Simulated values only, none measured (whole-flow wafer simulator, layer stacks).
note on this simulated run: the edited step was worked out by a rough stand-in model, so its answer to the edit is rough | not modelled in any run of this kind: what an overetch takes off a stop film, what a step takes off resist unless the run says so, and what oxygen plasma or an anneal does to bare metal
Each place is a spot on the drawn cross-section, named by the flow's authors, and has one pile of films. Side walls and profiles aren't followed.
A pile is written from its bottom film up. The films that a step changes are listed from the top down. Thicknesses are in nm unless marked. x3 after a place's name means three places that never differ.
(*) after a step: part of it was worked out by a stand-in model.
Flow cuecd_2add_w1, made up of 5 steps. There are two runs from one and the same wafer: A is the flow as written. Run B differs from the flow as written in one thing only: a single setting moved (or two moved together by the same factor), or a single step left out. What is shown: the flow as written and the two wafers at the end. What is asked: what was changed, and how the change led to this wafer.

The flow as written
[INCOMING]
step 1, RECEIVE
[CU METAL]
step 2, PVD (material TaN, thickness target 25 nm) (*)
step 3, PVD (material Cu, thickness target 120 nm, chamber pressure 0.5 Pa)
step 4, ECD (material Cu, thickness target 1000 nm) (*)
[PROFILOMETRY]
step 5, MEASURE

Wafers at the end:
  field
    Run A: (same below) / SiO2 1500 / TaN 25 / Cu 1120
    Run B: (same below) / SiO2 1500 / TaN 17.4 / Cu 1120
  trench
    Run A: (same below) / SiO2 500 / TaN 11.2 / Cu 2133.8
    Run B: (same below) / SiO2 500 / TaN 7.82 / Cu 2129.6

The reason: step 2, PVD: thickness target 17.4 nm was run, while the flow as written has thickness target 25 nm.
The wafer lets one read it off: field has TaN 17.4, and step 2 as written asks for 25 nm.

How this came from the change, step by step:
  step 2, PVD (material TaN, thickness target 25 nm) (*)
      field: A +25 TaN (new film) | B +17.4 TaN (new film)
      trench: A +11.2 TaN (new film) | B +7.82 TaN (new film)
